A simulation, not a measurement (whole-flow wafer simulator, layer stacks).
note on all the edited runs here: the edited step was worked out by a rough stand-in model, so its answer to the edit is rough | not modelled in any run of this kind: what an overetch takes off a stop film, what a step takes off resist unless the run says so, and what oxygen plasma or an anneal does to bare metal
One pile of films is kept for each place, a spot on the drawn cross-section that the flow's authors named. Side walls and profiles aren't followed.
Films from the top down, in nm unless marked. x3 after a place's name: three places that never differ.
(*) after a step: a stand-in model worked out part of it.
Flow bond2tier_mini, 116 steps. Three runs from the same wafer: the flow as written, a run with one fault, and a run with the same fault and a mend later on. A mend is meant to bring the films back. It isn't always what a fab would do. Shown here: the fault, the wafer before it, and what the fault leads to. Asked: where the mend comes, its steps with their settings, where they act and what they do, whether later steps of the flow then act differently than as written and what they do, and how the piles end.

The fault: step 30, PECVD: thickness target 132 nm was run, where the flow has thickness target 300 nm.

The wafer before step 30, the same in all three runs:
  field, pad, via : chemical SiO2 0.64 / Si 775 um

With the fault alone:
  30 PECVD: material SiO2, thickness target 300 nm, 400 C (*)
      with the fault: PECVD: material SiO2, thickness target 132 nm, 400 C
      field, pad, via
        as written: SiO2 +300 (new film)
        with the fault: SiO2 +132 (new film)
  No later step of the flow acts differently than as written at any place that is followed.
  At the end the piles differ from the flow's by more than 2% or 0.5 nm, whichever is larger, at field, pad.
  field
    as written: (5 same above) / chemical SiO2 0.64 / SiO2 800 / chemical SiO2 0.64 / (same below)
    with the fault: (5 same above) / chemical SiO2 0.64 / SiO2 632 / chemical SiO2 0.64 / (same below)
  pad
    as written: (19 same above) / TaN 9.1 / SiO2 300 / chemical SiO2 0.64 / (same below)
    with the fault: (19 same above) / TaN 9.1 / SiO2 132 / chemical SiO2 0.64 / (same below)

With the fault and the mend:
  The mend comes after step 30.
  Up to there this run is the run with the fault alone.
  30a PECVD: material SiO2, thickness target 168 nm, 400 C (the flow's step 30 once more, with other settings)
      field, pad, via
        SiO2 +168
  No later step of the flow acts differently than as written at any place that is followed.
  At the end the piles are the same as the flow's at every place that both follow.
